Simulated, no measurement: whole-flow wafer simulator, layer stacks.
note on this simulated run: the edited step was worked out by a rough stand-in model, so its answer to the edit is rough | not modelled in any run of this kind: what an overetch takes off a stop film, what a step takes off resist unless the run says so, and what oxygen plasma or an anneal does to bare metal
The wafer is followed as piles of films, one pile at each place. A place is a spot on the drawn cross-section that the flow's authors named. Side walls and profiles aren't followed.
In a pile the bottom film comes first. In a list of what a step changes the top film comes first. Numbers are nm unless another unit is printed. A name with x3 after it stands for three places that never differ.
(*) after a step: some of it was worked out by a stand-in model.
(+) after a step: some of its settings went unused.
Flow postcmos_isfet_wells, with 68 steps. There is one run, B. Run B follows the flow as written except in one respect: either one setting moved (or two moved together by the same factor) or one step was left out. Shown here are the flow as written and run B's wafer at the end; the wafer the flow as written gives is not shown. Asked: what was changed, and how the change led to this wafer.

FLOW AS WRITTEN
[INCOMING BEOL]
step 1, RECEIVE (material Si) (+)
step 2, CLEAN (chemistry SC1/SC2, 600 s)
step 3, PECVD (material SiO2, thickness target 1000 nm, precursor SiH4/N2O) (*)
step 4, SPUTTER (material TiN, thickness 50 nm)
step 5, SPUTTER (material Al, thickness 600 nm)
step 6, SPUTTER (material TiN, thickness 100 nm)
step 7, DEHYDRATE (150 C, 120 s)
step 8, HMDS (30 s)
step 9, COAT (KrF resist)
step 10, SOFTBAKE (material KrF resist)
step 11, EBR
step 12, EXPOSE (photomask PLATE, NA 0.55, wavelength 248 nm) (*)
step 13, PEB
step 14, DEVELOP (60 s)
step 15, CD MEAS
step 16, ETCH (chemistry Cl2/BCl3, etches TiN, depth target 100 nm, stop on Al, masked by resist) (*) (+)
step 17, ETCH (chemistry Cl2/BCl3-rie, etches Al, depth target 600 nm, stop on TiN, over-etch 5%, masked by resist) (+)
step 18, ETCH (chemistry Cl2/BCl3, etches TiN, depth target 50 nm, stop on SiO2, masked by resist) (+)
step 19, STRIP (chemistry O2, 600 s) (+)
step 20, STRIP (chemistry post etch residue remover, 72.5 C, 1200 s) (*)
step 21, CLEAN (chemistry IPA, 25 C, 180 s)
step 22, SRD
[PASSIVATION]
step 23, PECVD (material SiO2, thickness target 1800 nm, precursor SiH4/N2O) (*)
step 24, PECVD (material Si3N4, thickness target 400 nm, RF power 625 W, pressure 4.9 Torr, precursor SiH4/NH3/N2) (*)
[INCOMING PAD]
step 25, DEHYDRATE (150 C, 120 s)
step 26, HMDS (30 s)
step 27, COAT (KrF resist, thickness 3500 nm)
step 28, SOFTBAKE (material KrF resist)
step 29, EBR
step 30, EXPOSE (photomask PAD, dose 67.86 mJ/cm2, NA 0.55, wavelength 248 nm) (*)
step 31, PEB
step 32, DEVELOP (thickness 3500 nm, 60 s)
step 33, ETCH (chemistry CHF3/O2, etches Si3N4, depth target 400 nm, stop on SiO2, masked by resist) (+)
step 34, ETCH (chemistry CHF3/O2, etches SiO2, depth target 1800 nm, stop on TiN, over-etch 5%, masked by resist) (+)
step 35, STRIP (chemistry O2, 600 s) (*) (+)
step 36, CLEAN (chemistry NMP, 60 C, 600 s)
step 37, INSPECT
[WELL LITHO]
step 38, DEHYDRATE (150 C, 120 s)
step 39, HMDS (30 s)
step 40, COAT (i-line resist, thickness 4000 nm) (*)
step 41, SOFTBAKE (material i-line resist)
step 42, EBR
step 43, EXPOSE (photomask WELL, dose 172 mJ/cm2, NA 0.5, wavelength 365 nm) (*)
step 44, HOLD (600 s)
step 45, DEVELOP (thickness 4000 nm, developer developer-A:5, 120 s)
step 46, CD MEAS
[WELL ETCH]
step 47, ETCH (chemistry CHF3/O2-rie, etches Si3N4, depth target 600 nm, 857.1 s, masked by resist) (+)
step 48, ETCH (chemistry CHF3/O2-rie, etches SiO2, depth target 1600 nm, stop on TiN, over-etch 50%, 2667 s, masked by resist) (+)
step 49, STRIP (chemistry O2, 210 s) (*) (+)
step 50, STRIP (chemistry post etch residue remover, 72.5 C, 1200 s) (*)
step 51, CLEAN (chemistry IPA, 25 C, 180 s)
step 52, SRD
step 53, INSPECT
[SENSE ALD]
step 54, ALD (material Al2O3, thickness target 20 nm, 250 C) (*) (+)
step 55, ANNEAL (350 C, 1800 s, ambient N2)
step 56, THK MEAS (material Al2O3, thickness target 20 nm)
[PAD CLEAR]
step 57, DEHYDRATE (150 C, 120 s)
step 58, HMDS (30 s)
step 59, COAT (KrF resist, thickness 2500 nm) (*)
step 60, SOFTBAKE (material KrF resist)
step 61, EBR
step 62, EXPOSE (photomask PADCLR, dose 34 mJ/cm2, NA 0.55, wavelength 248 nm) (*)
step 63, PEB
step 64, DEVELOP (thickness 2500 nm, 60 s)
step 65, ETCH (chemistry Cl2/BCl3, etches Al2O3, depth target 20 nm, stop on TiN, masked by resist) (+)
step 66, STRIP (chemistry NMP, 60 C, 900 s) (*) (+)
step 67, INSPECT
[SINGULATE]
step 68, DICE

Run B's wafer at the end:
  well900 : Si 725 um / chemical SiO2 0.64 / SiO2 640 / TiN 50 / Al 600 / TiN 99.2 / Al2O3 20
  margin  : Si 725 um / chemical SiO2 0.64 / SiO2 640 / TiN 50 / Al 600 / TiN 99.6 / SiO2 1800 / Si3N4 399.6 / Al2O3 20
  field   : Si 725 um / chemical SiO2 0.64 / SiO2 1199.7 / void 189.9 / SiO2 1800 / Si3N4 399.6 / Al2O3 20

Cause: step 3, PECVD: thickness target 640 nm was run, though the flow has thickness target 1000 nm.
The wafer itself shows it: well900 has SiO2 640, and step 3 as written asks for 1000 nm.

How this came from the change, step by step:
  step 3, PECVD (material SiO2, thickness target 1000 nm, precursor SiH4/N2O) (*)
      field, margin, well900, well1300 x3, pad_rim, pad_clr, pad_open: SiO2 gains 640 (new film) (as written it would have been: SiO2 gains 1000 (new film))
